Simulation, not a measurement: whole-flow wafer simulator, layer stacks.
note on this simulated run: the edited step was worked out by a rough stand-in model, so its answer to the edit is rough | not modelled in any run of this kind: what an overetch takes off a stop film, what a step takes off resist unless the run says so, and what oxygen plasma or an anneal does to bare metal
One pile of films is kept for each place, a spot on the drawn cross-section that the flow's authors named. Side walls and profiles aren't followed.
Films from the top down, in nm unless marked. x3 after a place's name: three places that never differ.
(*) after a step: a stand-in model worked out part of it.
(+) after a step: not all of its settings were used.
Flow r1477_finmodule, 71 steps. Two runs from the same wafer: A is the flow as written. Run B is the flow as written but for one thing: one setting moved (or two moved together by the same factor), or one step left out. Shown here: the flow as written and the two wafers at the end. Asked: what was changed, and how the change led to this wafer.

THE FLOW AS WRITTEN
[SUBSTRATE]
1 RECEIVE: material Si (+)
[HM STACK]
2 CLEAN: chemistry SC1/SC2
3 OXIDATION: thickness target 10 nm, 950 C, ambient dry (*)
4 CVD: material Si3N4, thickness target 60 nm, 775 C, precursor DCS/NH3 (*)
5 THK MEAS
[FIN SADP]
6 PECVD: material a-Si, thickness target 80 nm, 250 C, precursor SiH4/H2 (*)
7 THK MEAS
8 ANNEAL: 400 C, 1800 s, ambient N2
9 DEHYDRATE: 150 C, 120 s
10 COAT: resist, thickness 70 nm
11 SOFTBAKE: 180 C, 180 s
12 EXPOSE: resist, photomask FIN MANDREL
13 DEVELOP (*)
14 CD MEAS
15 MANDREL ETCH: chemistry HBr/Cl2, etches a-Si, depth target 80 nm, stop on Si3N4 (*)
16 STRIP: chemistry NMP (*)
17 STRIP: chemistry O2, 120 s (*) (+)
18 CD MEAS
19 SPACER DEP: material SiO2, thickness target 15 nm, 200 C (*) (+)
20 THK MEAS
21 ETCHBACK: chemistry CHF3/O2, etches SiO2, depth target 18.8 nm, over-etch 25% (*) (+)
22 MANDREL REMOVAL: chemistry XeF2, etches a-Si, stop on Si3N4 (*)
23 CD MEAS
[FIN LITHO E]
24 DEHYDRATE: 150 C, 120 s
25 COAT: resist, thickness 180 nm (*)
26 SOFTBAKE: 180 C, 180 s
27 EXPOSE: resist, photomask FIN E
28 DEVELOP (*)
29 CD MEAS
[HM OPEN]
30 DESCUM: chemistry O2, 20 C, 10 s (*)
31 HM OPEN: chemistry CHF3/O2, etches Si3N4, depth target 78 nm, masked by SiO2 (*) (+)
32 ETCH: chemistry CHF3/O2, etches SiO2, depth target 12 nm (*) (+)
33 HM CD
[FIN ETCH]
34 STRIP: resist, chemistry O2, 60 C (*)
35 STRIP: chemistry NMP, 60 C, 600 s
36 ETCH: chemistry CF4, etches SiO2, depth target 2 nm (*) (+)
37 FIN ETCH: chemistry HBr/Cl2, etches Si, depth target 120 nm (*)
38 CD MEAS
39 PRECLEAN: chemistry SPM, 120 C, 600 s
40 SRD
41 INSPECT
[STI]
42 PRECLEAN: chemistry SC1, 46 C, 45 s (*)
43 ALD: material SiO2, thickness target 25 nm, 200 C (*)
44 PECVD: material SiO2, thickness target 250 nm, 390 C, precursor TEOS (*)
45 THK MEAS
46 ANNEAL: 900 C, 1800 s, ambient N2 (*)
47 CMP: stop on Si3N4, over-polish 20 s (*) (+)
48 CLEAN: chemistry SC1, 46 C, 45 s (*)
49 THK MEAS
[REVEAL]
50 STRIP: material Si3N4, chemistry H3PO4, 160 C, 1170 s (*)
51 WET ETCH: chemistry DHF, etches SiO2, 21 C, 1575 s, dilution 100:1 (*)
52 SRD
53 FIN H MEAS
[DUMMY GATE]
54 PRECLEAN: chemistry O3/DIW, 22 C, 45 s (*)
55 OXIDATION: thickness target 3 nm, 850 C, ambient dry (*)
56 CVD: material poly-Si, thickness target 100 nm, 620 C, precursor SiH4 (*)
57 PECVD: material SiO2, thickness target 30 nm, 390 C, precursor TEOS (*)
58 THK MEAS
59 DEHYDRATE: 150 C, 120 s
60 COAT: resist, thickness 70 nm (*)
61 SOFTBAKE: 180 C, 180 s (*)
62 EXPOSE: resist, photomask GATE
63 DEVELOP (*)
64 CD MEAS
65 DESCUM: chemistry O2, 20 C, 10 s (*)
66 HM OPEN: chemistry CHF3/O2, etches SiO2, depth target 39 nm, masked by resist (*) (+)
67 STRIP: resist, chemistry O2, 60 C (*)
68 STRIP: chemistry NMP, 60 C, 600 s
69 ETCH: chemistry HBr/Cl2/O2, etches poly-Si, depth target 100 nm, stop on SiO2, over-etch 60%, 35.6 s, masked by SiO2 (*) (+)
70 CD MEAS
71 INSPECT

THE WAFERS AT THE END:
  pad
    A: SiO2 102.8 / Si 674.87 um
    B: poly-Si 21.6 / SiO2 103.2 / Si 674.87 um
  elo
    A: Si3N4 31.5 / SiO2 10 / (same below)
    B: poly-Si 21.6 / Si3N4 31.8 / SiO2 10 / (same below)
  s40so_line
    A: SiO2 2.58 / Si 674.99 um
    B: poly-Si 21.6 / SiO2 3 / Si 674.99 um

The cause: step 69, ETCH: depth target 47.5 nm was run, where the flow has depth target 100 nm.

How the change led to this, step by step:
  69 ETCH: chemistry HBr/Cl2/O2, etches poly-Si, depth target 100 nm, stop on SiO2, over-etch 60%, 35.6 s, masked by SiO2 (*) (+)
      pad, eso, e40so and 8 more: A chemical SiO2 -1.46 (all of it), poly-Si -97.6 (all of it), SiO2 -0.42 | B chemical SiO2 -1.46 (all of it), poly-Si -76
      elo, e40lo, e100lo, e200lo: A chemical SiO2 -1.46 (all of it), poly-Si -97.6 (all of it), Si3N4 -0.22 | B chemical SiO2 -1.46 (all of it), poly-Si -76
      (and at 21 more places)
